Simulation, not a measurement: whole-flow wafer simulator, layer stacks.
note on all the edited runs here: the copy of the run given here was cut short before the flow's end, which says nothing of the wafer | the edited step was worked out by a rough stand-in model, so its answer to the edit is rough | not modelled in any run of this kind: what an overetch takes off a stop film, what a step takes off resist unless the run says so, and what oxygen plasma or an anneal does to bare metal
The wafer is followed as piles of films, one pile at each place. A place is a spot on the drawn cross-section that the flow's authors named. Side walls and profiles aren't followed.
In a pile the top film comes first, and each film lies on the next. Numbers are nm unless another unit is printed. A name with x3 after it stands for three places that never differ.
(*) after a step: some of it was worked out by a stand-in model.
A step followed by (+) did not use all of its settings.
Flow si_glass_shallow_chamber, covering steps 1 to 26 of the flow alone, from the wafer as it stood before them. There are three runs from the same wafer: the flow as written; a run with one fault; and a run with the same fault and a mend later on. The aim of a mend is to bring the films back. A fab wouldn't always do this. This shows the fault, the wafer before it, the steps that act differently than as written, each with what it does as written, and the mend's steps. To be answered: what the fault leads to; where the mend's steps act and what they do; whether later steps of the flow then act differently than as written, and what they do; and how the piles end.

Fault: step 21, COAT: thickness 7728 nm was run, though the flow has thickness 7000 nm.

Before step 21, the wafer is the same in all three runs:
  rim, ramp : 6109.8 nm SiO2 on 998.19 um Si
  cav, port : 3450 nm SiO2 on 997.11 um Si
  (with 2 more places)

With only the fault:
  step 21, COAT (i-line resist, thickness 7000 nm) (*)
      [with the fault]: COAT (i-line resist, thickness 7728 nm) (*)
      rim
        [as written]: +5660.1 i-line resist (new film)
        [with the fault]: +6363.6 i-line resist (new film)
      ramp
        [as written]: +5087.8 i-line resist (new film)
        [with the fault]: +5785.1 i-line resist (new film)
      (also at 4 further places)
  Steps further on in the flow that do not act as written (1 other step is not shown; it differs only slightly, by no more than 2% or 0.5 nm, whichever is larger):
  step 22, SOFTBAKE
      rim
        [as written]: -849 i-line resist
        [with the fault]: -1050.9 i-line resist
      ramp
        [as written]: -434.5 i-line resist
        [with the fault]: -540.7 i-line resist
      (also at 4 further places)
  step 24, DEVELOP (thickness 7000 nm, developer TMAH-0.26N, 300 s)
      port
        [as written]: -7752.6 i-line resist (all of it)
        [with the fault]: -8707.9 i-line resist (all of it)
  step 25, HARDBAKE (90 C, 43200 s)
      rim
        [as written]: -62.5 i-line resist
        [with the fault]: -81 i-line resist
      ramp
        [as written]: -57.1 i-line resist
        [with the fault]: -78.3 i-line resist
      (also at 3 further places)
  The piles end different from the flow's at rim, ramp, cav, septum, ring by more than 2% or 0.5 nm, whichever is larger.
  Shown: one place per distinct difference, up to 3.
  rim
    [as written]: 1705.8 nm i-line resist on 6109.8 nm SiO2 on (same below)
    [with the fault]: 2188.9 nm i-line resist on 6109.8 nm SiO2 on (same below)
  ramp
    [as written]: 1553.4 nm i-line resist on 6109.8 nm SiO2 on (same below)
    [with the fault]: 2123.2 nm i-line resist on 6109.8 nm SiO2 on (same below)
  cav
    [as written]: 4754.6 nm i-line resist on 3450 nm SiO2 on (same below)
    [with the fault]: 5513.3 nm i-line resist on 3450 nm SiO2 on (same below)

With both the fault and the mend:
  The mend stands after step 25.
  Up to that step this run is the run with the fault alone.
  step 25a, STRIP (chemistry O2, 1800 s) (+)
      rim
        -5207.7 i-line resist (all of it)
      ramp
        -5142 i-line resist (all of it)
      cav
        -8532.1 i-line resist (all of it)
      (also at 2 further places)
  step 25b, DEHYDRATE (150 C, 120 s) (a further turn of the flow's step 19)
      leaves every film unchanged at each place that is followed
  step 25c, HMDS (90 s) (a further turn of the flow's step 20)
      leaves every film unchanged at each place that is followed
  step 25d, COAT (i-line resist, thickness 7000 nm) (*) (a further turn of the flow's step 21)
      rim
        +5660.1 i-line resist (new film)
      ramp
        +5087.8 i-line resist (new film)
      cav
        +7637.2 i-line resist (new film)
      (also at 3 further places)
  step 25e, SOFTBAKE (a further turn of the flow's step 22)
      rim
        -849 i-line resist
      ramp
        -434.5 i-line resist
      cav
        +373.7 i-line resist
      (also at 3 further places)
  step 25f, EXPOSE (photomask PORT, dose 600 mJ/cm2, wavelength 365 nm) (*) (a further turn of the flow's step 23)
      leaves every film unchanged at each place that is followed
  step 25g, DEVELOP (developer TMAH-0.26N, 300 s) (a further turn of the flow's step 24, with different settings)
      rim, ramp, cav, septum, ring
        -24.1 i-line resist
      port
        -7752.6 i-line resist (all of it)
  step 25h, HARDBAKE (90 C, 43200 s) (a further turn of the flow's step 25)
      rim
        -62.5 i-line resist
      ramp
        -57.1 i-line resist
      cav
        -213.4 i-line resist
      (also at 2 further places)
  None of the later steps of the flow acts differently than as written at any place that is followed.
  The piles end the same as the flow's at every place that both follow.
